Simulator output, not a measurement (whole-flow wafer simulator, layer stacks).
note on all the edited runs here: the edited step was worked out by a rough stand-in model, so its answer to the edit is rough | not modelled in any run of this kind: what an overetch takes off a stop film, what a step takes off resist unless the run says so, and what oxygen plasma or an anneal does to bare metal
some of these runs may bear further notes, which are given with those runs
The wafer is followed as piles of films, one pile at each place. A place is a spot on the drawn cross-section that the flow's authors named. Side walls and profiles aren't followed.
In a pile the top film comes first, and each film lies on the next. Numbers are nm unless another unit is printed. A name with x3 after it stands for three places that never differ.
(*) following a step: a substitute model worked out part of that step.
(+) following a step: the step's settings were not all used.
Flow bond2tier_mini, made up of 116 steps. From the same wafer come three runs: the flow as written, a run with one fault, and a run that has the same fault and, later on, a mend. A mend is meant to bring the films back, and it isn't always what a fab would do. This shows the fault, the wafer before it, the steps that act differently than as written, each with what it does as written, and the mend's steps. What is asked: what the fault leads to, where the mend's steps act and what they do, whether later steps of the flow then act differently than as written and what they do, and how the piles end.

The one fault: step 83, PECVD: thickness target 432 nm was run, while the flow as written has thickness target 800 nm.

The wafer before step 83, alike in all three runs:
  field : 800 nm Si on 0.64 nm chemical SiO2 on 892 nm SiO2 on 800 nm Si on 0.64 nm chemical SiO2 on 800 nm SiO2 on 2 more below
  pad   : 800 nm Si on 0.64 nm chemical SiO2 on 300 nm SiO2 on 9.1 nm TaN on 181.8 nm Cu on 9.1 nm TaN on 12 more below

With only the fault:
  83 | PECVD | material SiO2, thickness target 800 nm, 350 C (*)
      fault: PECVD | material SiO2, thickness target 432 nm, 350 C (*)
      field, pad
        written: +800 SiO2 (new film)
        fault: +432 SiO2 (new film)
  Steps later in the flow that act otherwise than as written (3 more steps, not shown, differ only slightly: by at most 2% or 0.5 nm, whichever is larger):
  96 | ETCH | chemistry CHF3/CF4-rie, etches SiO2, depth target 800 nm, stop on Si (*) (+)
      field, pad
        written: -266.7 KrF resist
        fault: -197.5 KrF resist
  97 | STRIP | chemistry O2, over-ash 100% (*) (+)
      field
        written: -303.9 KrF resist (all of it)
        fault: -373.1 KrF resist (all of it)
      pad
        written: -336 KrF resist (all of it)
        fault: -405.1 KrF resist (all of it)
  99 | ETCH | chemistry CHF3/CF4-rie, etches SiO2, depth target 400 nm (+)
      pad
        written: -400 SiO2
        fault: -387 SiO2 (all of it), -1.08 Si
  The piles end different from the flow's at field, pad by more than 2% or 0.5 nm, whichever is larger.
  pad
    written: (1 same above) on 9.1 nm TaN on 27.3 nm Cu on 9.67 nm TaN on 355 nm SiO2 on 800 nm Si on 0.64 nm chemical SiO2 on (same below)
    fault: (1 same above) on 9.1 nm TaN on 15.3 nm Cu on 9.78 nm TaN on 798.9 nm Si on 0.64 nm chemical SiO2 on (same below)
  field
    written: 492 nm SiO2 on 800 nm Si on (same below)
    fault: 124 nm SiO2 on 800 nm Si on (same below)

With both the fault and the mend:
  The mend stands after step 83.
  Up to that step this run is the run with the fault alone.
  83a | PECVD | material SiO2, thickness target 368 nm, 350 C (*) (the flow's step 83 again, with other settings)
      field, pad
        +368 SiO2
  Later steps of the flow that are run all act as written at every place that is followed.
  At every place that both follow, the piles at the end match the flow's.
